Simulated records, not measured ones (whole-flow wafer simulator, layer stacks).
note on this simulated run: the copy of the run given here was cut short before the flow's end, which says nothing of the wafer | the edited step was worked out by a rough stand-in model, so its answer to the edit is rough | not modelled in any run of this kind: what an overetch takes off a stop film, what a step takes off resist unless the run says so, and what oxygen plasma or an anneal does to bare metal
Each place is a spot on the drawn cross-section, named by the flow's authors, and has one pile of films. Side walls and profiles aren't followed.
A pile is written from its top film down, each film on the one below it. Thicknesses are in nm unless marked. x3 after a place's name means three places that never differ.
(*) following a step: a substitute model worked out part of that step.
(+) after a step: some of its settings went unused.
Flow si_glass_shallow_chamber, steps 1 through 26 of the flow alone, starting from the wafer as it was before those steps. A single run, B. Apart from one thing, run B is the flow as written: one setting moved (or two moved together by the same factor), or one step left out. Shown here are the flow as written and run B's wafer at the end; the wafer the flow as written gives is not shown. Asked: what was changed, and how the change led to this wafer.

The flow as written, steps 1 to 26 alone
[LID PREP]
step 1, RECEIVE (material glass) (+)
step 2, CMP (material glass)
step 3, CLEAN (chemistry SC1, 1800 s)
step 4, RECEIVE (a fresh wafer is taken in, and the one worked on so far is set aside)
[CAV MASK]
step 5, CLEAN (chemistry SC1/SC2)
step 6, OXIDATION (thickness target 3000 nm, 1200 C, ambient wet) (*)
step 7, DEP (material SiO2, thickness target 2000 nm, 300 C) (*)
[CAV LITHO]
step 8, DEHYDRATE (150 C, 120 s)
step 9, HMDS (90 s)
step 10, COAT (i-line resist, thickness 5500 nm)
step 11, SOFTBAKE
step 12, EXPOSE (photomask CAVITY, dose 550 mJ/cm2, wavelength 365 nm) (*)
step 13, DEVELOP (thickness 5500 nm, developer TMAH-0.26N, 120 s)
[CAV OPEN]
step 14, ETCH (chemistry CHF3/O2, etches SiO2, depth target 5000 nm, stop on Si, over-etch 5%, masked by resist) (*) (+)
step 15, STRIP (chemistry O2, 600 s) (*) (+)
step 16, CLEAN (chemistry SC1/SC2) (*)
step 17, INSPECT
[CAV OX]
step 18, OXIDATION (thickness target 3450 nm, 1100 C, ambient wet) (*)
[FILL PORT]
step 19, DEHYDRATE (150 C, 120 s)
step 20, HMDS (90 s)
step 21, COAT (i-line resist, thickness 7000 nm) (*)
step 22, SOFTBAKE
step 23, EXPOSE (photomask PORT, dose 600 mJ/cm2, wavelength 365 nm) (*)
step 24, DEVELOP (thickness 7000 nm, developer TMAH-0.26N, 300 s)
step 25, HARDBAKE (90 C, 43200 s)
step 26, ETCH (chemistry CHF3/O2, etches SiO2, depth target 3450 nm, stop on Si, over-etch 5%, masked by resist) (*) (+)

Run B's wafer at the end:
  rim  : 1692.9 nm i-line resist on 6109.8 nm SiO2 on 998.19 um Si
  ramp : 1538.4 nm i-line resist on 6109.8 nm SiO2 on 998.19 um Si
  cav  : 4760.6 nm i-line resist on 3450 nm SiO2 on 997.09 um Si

The reason: step 14, ETCH: over-etch 7.62% was run, whereas the flow has over-etch 5%.

The path from the change to this, step by step:
  step 14, ETCH (chemistry CHF3/O2, etches SiO2, depth target 5000 nm, stop on Si, over-etch 5%, masked by resist) (*) (+)
      rim, ramp, septum, ring: i-line resist loses 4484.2 (in the flow as written it would be: i-line resist loses 4375)
      cav, port: SiO2 loses 5000 (all of it), Si loses 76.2 (in the flow as written it would be: SiO2 loses 5000 (all of it), Si loses 50)
  step 15, STRIP (chemistry O2, 600 s) (*) (+)
      rim, ramp, septum, ring: i-line resist loses 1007 (all of it) (in the flow as written it would be: i-line resist loses 1116.2 (all of it))
